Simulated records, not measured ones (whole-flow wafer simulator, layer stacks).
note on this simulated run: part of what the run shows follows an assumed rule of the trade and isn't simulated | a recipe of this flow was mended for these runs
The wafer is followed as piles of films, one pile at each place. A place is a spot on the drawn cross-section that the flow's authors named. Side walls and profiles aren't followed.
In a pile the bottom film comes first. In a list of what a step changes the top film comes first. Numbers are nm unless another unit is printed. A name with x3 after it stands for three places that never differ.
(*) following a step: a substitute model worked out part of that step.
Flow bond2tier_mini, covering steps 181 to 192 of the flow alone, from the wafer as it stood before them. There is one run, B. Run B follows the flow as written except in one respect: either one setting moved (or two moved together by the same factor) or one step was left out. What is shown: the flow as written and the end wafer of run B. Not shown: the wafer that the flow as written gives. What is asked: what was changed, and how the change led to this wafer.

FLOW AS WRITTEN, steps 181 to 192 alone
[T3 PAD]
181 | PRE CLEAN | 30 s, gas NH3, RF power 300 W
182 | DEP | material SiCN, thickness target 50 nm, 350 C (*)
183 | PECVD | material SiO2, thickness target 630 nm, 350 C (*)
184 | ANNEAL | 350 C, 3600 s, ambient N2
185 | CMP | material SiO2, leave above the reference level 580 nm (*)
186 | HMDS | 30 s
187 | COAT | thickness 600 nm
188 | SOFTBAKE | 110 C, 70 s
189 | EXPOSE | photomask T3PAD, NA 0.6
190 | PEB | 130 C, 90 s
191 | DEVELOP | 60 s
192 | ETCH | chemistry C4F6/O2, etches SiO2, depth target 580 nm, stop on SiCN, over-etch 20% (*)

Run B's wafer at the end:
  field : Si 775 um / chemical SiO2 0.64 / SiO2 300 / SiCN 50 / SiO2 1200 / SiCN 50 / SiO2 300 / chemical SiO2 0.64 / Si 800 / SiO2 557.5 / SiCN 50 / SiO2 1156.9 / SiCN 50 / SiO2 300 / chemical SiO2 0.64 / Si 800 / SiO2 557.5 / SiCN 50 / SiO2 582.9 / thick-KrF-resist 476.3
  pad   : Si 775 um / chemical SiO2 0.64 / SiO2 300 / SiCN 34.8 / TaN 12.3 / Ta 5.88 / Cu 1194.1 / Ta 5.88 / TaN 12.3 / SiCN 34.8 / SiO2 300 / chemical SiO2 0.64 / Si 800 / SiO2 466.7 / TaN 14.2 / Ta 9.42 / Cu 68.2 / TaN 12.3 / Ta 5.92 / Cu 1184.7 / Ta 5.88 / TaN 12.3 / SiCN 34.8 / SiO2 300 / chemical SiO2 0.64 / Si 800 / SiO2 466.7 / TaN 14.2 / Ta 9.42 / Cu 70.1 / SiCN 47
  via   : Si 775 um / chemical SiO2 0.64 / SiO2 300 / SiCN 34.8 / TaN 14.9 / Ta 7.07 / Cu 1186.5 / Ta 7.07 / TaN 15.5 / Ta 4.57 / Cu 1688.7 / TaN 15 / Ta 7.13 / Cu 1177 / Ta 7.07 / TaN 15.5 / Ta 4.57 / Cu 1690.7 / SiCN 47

The reason: step 192, ETCH: depth target 498.3 nm was run, while the flow as written has depth target 580 nm.

How this came from the change, step by step:
  192 | ETCH | chemistry C4F6/O2, etches SiO2, depth target 580 nm, stop on SiCN, over-etch 20% (*)
      pad, via: -580 SiO2 (all of it), -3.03 SiCN (it would be, as written: -580 SiO2 (all of it), -19.6 SiCN)
      field: -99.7 thick-KrF-resist (it would be, as written: -116 thick-KrF-resist)
